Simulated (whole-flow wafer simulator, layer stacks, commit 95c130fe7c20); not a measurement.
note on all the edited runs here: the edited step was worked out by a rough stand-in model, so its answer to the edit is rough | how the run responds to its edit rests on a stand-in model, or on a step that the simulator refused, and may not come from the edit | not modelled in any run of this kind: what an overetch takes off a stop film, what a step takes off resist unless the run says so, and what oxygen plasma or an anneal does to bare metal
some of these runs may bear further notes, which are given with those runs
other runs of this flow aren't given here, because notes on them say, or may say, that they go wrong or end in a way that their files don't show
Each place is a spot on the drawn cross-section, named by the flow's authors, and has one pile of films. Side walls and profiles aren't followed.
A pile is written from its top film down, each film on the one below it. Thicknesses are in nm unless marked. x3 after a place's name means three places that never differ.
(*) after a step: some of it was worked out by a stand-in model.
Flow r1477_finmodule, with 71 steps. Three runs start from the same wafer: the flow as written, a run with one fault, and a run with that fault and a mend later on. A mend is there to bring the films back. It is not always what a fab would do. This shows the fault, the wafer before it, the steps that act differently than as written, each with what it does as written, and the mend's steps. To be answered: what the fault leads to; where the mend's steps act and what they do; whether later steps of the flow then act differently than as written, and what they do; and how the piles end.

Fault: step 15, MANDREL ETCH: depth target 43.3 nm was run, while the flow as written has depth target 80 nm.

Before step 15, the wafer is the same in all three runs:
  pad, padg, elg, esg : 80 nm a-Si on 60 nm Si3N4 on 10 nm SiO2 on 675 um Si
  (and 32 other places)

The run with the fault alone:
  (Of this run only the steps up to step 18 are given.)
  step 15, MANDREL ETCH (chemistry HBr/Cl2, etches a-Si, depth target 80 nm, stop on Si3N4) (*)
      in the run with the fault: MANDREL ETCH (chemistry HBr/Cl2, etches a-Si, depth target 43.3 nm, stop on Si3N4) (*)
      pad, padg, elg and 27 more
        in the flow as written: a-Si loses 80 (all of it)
        in the run with the fault: a-Si loses 43.3
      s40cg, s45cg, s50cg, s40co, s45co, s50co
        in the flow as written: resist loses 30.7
        in the run with the fault: resist loses 16.6
  Later steps of the flow acting differently than as written:
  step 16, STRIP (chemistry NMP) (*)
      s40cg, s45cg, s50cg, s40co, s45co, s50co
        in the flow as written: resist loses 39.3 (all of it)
        in the run with the fault: resist loses 53.4 (all of it)
  The piles after step 18 differ from the flow's at pad, padg, elg and 27 more by more than 2% or 0.5 nm, whichever is larger.
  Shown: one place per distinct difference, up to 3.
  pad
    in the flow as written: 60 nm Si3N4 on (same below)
    in the run with the fault: 36.7 nm a-Si on 60 nm Si3N4 on (same below)

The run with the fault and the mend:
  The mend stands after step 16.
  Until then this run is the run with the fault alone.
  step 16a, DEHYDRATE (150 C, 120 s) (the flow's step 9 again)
      leaves every film unchanged at each place that is followed
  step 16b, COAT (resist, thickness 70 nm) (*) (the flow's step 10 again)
      pad, padg, elg and 15 more
        resist gains 70 (new film)
      s40cg, s40co
        resist gains 41.5 (new film)
      s40sg, s40so
        resist gains 84.1 (new film)
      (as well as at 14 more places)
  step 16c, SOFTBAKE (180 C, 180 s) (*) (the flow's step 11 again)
      leaves every film unchanged at each place that is followed
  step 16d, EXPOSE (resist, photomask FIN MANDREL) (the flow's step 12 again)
      leaves every film unchanged at each place that is followed
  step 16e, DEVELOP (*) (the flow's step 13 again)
      pad, padg, elg and 15 more
        resist loses 70 (all of it)
      s40sg, s40so
        resist loses 84.1 (all of it)
      s40sg_line, s40so_line
        resist loses 84.5 (all of it)
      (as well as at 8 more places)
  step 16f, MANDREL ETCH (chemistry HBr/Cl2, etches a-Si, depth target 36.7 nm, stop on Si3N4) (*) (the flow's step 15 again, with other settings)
      pad, padg, elg and 27 more
        a-Si loses 36.7 (all of it)
      s40cg, s45cg, s50cg, s40co, s45co, s50co
        resist loses 14.1
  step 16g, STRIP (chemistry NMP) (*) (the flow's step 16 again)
      s40cg, s40co
        resist loses 27.4 (all of it)
      s45cg, s45co
        resist loses 29.2 (all of it)
      s50cg, s50co
        resist loses 31 (all of it)
  None of the later steps of the flow acts differently than as written at any place that is followed.
  The piles end the same as the flow's at every place that both follow.
